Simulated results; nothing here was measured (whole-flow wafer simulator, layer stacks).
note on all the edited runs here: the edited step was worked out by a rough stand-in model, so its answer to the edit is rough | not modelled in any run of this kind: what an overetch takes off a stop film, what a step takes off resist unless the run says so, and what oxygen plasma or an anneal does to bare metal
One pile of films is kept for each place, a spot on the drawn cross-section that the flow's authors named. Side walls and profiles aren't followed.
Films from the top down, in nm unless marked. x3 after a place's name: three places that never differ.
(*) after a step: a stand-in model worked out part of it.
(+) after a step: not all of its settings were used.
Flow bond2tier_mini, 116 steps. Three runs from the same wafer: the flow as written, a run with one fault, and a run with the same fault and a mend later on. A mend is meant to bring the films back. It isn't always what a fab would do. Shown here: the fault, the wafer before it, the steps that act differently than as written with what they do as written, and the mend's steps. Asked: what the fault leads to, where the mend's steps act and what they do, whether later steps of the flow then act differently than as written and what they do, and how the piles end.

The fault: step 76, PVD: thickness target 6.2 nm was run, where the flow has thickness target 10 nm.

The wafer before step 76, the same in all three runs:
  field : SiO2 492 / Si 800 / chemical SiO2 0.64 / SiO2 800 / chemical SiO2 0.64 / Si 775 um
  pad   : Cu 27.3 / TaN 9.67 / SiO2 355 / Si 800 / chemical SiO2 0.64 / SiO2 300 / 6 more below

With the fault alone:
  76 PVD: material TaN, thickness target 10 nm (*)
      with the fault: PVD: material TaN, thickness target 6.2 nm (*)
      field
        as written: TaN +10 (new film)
        with the fault: TaN +6.2 (new film)
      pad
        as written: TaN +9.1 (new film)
        with the fault: TaN +5.64 (new film)
  Later steps of the flow that act differently than as written (1 more step differs only slightly, by at most 2% or 0.5 nm, whichever is larger, and isn't shown):
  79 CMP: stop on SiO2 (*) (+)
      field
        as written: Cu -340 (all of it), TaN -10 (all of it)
        with the fault: Cu -340 (all of it), TaN -6.2 (all of it)
  At the end the piles differ from the flow's by more than 2% or 0.5 nm, whichever is larger, at pad.
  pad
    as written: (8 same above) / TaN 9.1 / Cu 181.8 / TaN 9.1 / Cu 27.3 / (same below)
    with the fault: (8 same above) / TaN 9.1 / Cu 185.3 / TaN 5.64 / Cu 27.3 / (same below)

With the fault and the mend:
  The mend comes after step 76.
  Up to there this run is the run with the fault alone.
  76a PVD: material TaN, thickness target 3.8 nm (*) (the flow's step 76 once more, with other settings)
      field
        TaN +3.8
      pad
        TaN +3.46
  No later step of the flow acts differently than as written at any place that is followed.
  At the end the piles are the same as the flow's at every place that both follow.
